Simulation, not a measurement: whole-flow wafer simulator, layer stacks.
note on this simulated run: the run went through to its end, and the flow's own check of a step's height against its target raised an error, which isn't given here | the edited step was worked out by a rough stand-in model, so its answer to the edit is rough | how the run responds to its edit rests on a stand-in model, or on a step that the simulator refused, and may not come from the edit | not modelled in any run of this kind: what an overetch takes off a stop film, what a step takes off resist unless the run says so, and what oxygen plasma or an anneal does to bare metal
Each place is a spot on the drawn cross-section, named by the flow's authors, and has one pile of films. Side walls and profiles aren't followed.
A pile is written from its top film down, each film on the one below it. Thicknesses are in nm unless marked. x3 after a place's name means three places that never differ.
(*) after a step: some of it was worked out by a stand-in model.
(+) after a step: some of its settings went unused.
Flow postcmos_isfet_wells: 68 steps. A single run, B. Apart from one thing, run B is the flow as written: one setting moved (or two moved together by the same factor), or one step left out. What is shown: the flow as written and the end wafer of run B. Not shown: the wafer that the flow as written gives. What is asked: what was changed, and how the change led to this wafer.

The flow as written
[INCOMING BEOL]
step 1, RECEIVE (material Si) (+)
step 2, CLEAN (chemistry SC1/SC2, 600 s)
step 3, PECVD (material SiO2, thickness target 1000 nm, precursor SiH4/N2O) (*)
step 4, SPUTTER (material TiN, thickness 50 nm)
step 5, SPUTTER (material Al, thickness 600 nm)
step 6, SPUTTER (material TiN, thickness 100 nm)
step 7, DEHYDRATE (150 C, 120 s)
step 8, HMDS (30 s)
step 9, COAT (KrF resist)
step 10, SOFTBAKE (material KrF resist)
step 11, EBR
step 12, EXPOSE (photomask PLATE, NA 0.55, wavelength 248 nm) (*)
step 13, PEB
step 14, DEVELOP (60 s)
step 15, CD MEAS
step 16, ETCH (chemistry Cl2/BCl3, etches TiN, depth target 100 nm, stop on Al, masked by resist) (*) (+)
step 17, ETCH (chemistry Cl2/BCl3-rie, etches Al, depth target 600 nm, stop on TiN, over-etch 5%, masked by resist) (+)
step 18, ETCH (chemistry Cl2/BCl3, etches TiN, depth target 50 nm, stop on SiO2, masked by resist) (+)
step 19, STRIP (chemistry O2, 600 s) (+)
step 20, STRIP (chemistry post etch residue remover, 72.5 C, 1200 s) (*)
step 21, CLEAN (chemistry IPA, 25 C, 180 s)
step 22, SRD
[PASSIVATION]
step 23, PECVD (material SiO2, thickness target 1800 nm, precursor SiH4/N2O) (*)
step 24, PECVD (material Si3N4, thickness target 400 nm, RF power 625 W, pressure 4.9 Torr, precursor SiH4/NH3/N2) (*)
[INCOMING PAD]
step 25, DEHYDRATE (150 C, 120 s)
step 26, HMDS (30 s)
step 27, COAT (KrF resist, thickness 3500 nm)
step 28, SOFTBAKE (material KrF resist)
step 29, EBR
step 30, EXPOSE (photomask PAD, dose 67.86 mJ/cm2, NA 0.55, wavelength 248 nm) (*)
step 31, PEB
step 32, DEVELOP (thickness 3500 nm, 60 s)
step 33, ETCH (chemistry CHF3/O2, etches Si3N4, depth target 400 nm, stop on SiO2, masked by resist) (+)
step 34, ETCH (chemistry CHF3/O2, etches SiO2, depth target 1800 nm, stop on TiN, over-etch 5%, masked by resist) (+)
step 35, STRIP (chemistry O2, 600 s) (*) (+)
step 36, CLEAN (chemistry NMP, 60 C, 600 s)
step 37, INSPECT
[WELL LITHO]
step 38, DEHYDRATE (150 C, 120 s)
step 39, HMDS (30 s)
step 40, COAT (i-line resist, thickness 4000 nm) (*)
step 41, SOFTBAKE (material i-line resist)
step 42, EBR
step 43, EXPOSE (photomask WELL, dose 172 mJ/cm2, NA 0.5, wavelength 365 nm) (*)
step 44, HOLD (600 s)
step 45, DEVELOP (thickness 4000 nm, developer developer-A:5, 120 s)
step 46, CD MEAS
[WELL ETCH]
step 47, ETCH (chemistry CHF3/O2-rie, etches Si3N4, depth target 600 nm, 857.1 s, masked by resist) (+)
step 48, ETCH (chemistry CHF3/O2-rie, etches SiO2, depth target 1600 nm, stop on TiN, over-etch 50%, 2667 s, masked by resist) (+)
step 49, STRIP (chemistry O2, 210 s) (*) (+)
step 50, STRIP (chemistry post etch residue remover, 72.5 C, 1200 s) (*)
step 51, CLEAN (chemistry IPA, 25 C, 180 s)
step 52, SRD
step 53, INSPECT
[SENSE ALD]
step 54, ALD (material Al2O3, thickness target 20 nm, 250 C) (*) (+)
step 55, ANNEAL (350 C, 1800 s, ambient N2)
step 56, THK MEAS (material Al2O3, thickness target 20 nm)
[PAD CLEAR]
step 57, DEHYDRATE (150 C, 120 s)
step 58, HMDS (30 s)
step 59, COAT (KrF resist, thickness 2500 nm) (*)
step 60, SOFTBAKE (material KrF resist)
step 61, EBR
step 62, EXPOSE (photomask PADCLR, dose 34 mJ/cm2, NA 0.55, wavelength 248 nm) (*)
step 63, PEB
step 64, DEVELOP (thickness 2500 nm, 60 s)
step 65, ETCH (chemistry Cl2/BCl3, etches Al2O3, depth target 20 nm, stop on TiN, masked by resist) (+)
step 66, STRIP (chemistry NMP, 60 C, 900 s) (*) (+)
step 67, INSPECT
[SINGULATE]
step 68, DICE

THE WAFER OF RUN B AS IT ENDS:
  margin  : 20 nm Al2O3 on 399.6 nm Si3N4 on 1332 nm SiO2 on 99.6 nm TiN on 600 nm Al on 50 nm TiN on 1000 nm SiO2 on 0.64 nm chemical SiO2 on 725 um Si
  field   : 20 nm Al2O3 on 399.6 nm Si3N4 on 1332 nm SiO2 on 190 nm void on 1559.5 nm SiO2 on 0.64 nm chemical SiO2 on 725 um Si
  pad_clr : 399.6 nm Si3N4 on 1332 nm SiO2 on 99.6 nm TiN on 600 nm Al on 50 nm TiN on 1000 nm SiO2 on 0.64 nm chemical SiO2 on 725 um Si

The reason: step 23, PECVD: thickness target 1332 nm was run, whereas the flow has thickness target 1800 nm.
The wafer lets one read it off: margin has SiO2 1332, and step 23 as written asks for 1800 nm.

How this came from the change, step by step:
  step 23, PECVD (material SiO2, thickness target 1800 nm, precursor SiH4/N2O) (*)
      margin, well900, well1300 x3, pad_rim, pad_clr, pad_open: SiO2 gains 1332 (new film) (as written it would have been: SiO2 gains 1800 (new film))
      field: SiO2 gains 1332 (new film), void gains 190 (new film), SiO2 gains 559.5 (as written it would have been: SiO2 gains 1800 (new film), void gains 189.9 (new film), SiO2 gains 559.7)
  step 34, ETCH (chemistry CHF3/O2, etches SiO2, depth target 1800 nm, stop on TiN, over-etch 5%, masked by resist) (+)
      field, margin, well900, well1300 x3, pad_rim, pad_clr: KrF resist loses 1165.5 (as written it would have been: KrF resist loses 1500)
      pad_open: SiO2 loses 1332 (all of it) (as written it would have been: SiO2 loses 1800 (all of it))
  step 35, STRIP (chemistry O2, 600 s) (*) (+)
      field, margin, well900, well1300 x3, pad_rim, pad_clr: KrF resist loses 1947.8 (all of it) (as written it would have been: KrF resist loses 1613.3 (all of it))
  step 40, COAT (i-line resist, thickness 4000 nm) (*)
      pad_clr: i-line resist gains 3404.8 (new film) (as written it would have been: i-line resist gains 3256.8 (new film))
      pad_open: i-line resist gains 4636.1 (new film) (as written it would have been: i-line resist gains 4804.7 (new film))
  step 41, SOFTBAKE (material i-line resist)
      pad_clr: i-line resist loses 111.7 (as written it would have been: i-line resist loses 156.7)
      pad_open: i-line resist gains 93.8 (as written it would have been: i-line resist gains 115.3)
  step 48, ETCH (chemistry CHF3/O2-rie, etches SiO2, depth target 1600 nm, stop on TiN, over-etch 50%, 2667 s, masked by resist) (+)
      well900, well1300 x3: SiO2 loses 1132 (all of it) (as written it would have been: SiO2 loses 1600 (all of it))
  step 49, STRIP (chemistry O2, 210 s) (*) (+)
      pad_clr: i-line resist loses 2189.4 (all of it) (as written it would have been: i-line resist loses 1996.5 (all of it))
      pad_open: i-line resist loses 3626.2 (all of it) (as written it would have been: i-line resist loses 3816.3 (all of it))
  step 59, COAT (KrF resist, thickness 2500 nm) (*)
      field: KrF resist gains 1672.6 (new film) (as written it would have been: KrF resist gains 1449 (new film))
      margin: KrF resist gains 1672.5 (new film) (as written it would have been: KrF resist gains 1448.9 (new film))
      (as well as at 3 more places)
  step 60, SOFTBAKE (material KrF resist)
      pad_clr: KrF resist loses 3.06 (as written it would have been: KrF resist loses 3.77)
  step 63, PEB
      field, margin: KrF resist loses 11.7 (as written it would have been: KrF resist loses 10.1)
      pad_rim: KrF resist loses 14.7 (as written it would have been: KrF resist loses 13.9)
      (as well as at 2 more places)
  step 64, DEVELOP (thickness 2500 nm, 60 s)
      pad_clr: KrF resist loses 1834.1 (all of it) (as written it would have been: KrF resist loses 1676 (all of it))
      pad_open: KrF resist loses 2927.9 (all of it) (as written it would have been: KrF resist loses 3045.1 (all of it))
  step 66, STRIP (chemistry NMP, 60 C, 900 s) (*) (+)
      field: KrF resist loses 1622.1 (all of it) (as written it would have been: KrF resist loses 1400.1 (all of it))
      margin: KrF resist loses 1622 (all of it) (as written it would have been: KrF resist loses 1400.1 (all of it))
      (as well as at 1 more place)
